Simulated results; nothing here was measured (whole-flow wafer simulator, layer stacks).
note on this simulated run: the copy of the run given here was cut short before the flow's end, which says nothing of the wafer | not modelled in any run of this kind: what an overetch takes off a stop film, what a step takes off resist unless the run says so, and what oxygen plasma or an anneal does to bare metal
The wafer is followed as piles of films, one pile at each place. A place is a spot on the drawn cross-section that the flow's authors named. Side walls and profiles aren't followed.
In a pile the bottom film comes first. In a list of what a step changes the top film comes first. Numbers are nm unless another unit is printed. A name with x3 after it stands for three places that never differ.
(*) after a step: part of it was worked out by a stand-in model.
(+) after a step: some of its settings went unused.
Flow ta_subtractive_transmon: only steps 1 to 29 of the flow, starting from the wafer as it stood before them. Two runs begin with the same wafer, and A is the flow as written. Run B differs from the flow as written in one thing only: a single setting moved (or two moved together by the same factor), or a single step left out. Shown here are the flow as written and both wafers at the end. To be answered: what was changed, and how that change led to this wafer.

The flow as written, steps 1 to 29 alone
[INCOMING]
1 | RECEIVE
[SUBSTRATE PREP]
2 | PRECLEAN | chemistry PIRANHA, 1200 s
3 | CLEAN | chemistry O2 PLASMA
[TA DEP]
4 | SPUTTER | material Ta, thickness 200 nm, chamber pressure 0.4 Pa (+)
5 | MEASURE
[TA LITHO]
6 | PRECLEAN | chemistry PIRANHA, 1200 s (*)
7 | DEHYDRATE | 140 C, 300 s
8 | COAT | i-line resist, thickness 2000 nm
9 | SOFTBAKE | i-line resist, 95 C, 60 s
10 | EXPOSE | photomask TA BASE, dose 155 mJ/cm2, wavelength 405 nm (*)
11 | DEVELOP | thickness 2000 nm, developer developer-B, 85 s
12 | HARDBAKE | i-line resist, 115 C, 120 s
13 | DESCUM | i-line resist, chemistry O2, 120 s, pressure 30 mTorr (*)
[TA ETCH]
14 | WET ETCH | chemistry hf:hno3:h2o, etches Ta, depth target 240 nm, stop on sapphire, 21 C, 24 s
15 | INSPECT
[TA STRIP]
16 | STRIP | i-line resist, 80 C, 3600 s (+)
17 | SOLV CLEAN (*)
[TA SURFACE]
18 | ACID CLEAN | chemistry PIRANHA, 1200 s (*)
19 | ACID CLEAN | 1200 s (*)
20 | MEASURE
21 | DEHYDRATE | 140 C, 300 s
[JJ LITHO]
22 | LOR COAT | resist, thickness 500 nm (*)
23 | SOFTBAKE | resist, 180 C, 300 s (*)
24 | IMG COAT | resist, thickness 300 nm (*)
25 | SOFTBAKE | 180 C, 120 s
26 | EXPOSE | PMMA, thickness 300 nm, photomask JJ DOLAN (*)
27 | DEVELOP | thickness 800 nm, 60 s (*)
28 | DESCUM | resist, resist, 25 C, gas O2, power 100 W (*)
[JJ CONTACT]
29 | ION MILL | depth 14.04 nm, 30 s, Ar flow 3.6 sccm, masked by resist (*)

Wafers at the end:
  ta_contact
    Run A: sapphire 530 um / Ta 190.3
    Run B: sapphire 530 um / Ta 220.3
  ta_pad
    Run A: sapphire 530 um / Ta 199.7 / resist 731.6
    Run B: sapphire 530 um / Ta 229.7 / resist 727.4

The reason: step 4, SPUTTER: thickness 230 nm was run, though the flow has thickness 200 nm.

Step by step, how the change led to this:
  4 | SPUTTER | material Ta, thickness 200 nm, chamber pressure 0.4 Pa (+)
      field x2, jj_line, lead, ta_contact, ta_pad: A +200 Ta (new film) | B +230 Ta (new film)
  14 | WET ETCH | chemistry hf:hno3:h2o, etches Ta, depth target 240 nm, stop on sapphire, 21 C, 24 s
      field x2, jj_line, lead: A -200 Ta (all of it) | B -230 Ta (all of it)
